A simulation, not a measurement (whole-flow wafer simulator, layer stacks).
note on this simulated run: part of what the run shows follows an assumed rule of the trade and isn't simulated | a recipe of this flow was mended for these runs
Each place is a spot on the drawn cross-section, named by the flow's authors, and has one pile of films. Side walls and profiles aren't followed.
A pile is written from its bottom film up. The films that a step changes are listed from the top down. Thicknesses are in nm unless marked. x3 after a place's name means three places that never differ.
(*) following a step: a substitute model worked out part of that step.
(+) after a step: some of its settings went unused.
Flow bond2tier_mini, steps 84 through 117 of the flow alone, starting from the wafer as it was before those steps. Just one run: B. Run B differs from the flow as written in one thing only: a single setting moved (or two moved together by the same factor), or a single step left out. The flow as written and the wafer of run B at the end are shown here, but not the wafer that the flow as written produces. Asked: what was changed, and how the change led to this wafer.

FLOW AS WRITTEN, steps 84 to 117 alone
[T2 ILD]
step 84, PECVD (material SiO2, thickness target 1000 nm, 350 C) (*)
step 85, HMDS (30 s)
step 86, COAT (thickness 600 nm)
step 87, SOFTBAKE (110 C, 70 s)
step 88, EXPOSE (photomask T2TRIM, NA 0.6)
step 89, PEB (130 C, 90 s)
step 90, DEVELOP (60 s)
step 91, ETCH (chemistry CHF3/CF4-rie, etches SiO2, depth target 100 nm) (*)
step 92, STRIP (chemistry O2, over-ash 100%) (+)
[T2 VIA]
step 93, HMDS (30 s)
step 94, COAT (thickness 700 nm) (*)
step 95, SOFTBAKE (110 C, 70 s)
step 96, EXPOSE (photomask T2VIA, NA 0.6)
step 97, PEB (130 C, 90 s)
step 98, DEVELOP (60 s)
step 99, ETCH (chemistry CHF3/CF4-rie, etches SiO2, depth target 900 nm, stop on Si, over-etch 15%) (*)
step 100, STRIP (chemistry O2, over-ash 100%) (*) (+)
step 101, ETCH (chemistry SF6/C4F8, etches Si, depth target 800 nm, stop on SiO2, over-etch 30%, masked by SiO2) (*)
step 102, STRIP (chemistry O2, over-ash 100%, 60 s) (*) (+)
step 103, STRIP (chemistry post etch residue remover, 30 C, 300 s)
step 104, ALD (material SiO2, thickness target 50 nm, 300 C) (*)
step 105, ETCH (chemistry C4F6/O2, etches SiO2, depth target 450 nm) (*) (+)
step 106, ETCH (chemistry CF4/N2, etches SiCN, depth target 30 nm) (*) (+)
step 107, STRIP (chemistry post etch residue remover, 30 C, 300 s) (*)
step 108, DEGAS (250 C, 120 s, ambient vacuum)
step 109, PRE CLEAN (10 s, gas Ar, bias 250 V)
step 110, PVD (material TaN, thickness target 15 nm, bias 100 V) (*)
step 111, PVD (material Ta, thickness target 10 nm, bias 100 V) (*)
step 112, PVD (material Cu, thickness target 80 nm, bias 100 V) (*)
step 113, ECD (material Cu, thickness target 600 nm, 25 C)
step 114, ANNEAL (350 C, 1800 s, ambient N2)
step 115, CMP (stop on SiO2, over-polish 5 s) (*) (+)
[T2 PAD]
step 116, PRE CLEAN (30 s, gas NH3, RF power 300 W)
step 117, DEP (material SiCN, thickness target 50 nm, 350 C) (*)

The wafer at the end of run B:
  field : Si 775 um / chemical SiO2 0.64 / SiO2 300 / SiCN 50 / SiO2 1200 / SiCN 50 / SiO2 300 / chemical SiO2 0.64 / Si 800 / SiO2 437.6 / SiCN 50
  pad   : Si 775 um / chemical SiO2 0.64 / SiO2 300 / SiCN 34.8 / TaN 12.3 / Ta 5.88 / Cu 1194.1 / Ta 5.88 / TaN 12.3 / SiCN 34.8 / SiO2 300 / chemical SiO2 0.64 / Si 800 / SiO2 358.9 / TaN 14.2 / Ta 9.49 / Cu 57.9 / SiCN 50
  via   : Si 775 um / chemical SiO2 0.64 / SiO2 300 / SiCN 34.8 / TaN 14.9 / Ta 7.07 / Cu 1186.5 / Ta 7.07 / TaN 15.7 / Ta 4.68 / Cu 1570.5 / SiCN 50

What caused this: step 84, PECVD: thickness target 880 nm was run, whereas the flow has thickness target 1000 nm; step 91, ETCH: depth target 88 nm was run, where the flow has depth target 100 nm.

Step by step, how the change led to this:
  step 84, PECVD (material SiO2, thickness target 1000 nm, 350 C) (*)
      field, pad, via: SiO2 gains 880 (new film) (as written it would have been: SiO2 gains 1000 (new film))
  step 91, ETCH (chemistry CHF3/CF4-rie, etches SiO2, depth target 100 nm) (*)
      pad, via: SiO2 loses 88 (as written it would have been: SiO2 loses 100)
      field: thick-KrF-resist loses 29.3 (as written it would have been: thick-KrF-resist loses 33.3)
  step 99, ETCH (chemistry CHF3/CF4-rie, etches SiO2, depth target 900 nm, stop on Si, over-etch 15%) (*)
      field, pad: thick-KrF-resist loses 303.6 (as written it would have been: thick-KrF-resist loses 345)
      via: SiO2 loses 792 (all of it), Si loses 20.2 (as written it would have been: SiO2 loses 900 (all of it), Si loses 11.2)
  step 100, STRIP (chemistry O2, over-ash 100%) (*) (+)
      field: thick-KrF-resist loses 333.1 (all of it) (as written it would have been: thick-KrF-resist loses 286.6 (all of it))
      pad: thick-KrF-resist loses 409.1 (all of it) (as written it would have been: thick-KrF-resist loses 372.9 (all of it))
  step 112, PVD (material Cu, thickness target 80 nm, bias 100 V) (*)
      via: Cu gains 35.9 (new film) (as written it would have been: Cu gains 35 (new film))
  step 113, ECD (material Cu, thickness target 600 nm, 25 C)
      via: Cu gains 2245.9 (as written it would have been: Cu gains 2367)
